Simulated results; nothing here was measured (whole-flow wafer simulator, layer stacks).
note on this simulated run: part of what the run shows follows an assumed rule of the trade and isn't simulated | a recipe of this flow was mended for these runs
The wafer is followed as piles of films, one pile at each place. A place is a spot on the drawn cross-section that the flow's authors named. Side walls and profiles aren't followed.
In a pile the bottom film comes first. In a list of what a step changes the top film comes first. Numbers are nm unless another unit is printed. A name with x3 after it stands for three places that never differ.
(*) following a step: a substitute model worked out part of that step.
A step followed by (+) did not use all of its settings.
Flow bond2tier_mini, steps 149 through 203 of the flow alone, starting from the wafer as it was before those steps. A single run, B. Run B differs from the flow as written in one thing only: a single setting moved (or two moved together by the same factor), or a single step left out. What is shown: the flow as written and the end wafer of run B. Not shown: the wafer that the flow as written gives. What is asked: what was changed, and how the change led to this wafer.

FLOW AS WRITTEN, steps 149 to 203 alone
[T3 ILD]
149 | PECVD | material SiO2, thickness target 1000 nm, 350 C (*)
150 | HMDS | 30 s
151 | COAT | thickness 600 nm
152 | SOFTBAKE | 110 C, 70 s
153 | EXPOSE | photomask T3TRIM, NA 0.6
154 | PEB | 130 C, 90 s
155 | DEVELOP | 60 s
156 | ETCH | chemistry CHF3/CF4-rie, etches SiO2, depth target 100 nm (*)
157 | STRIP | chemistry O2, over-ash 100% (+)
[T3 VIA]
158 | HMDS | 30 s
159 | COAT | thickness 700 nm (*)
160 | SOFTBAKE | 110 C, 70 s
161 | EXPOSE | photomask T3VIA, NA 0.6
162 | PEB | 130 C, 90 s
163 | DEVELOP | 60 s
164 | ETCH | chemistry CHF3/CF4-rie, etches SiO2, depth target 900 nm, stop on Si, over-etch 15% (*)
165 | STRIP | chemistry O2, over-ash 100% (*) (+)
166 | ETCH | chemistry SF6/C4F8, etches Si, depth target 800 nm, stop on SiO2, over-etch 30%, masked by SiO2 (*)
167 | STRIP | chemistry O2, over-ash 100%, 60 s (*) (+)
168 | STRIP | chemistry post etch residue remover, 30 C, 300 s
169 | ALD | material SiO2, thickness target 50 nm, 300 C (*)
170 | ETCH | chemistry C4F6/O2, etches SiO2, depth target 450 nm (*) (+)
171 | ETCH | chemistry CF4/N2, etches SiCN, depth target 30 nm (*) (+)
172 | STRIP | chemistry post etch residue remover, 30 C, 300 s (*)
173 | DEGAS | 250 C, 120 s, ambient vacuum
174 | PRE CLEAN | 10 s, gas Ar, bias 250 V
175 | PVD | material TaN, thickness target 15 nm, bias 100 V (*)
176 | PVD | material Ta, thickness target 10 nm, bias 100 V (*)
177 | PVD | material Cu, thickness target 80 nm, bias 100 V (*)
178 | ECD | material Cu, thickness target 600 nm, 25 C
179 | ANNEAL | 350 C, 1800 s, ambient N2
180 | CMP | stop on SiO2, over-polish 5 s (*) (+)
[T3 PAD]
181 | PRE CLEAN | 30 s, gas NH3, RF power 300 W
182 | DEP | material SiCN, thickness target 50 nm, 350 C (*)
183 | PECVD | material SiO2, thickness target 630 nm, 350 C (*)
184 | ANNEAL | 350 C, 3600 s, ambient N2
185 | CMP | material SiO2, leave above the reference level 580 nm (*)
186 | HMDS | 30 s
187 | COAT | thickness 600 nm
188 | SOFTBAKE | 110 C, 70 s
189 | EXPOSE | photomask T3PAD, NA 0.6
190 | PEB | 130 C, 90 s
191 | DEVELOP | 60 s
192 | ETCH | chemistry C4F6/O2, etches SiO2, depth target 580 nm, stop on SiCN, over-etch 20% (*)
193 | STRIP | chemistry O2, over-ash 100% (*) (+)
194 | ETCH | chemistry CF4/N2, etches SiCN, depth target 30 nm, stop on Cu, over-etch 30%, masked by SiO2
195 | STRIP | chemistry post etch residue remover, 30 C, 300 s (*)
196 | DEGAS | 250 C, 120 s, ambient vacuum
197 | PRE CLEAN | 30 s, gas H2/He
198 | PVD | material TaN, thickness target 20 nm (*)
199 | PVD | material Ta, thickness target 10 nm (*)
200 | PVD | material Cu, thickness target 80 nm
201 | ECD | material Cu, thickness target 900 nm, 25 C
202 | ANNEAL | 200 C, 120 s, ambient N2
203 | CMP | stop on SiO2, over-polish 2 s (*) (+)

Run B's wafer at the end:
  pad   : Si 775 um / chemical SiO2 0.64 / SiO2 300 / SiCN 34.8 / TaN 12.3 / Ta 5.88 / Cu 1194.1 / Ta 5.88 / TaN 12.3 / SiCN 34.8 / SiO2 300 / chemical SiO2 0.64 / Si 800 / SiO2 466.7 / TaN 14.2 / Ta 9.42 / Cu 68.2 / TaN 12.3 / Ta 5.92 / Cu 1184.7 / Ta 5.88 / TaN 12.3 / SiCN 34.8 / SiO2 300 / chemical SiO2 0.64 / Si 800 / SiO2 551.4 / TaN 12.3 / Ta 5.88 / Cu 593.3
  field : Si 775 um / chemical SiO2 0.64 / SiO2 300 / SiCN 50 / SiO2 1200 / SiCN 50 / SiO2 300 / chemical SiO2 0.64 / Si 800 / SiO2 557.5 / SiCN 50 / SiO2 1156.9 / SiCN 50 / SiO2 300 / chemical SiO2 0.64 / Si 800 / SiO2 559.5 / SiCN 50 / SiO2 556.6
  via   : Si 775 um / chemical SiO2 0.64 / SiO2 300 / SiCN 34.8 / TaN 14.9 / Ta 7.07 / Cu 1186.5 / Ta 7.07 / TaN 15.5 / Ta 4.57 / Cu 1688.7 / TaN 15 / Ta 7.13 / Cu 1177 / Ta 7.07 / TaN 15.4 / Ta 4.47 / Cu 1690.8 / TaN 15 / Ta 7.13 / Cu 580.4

What caused this: step 156, ETCH: chemistry CHF3/CF4-rie, etches SiO2, depth target 100 nm (*), was not run.

Step by step, how the change led to this:
  157 | STRIP | chemistry O2, over-ash 100% (+)
      field: thick-KrF-resist loses 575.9 (all of it) (it would be, as written: thick-KrF-resist loses 542.6 (all of it))
  159 | COAT | thickness 700 nm (*)
      field: thick-KrF-resist gains 700 (new film) (it would be, as written: thick-KrF-resist gains 656.8 (new film))
      pad: thick-KrF-resist gains 700 (new film) (it would be, as written: thick-KrF-resist gains 744.9 (new film))
      (as well as at 1 more place)
  162 | PEB | 130 C, 90 s
      field: thick-KrF-resist loses 12.3 (it would be, as written: thick-KrF-resist loses 11.4)
      pad: thick-KrF-resist loses 12.3 (it would be, as written: thick-KrF-resist loses 13.2)
      (as well as at 1 more place)
  163 | DEVELOP | 60 s
      via: thick-KrF-resist loses 687.7 (all of it) (it would be, as written: thick-KrF-resist loses 726.7 (all of it))
  164 | ETCH | chemistry CHF3/CF4-rie, etches SiO2, depth target 900 nm, stop on Si, over-etch 15% (*)
      via: SiO2 loses 1000 (all of it), Si loses 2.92 (it would be, as written: SiO2 loses 900 (all of it), Si loses 11.2)
  165 | STRIP | chemistry O2, over-ash 100% (*) (+)
      field: thick-KrF-resist loses 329 (all of it) (it would be, as written: thick-KrF-resist loses 286.6 (all of it))
      pad: thick-KrF-resist loses 329 (all of it) (it would be, as written: thick-KrF-resist loses 372.9 (all of it))
  175 | PVD | material TaN, thickness target 15 nm, bias 100 V (*)
      pad: TaN gains 15 (new film) (it would be, as written: TaN gains 14.2 (new film))
  176 | PVD | material Ta, thickness target 10 nm, bias 100 V (*)
      pad: Ta gains 10 (new film) (it would be, as written: Ta gains 9.42 (new film))
  177 | PVD | material Cu, thickness target 80 nm, bias 100 V (*)
      pad: Cu gains 80 (new film) (it would be, as written: Cu gains 75.3 (new film))
      via: Cu gains 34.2 (new film) (it would be, as written: Cu gains 35 (new film))
  178 | ECD | material Cu, thickness target 600 nm, 25 C
      pad: Cu gains 600 (it would be, as written: Cu gains 706.1)
  180 | CMP | stop on SiO2, over-polish 5 s (*) (+)
      pad: Cu loses 680 (all of it), Ta loses 10 (all of it), TaN loses 15 (all of it), SiO2 loses 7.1 (it would be, as written: Cu loses 711.3)
      field: Cu loses 680 (all of it), Ta loses 10 (all of it), TaN loses 15 (all of it), SiO2 loses 7.1 (it would be, as written: Cu loses 680 (all of it), Ta loses 10 (all of it), TaN loses 15 (all of it), SiO2 loses 9.22)
  185 | CMP | material SiO2, leave above the reference level 580 nm (*)
      pad: SiO2 loses 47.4 (it would be, as written: SiO2 loses 50)
  194 | ETCH | chemistry CF4/N2, etches SiCN, depth target 30 nm, stop on Cu, over-etch 30%, masked by SiO2
      pad: SiCN loses 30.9 (all of it), SiO2 loses 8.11 (it would be, as written: SiCN loses 30.4 (all of it), Cu loses 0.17)
  195 | STRIP | chemistry post etch residue remover, 30 C, 300 s (*)
      pad: nothing (it would be, as written: Cu loses 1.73)
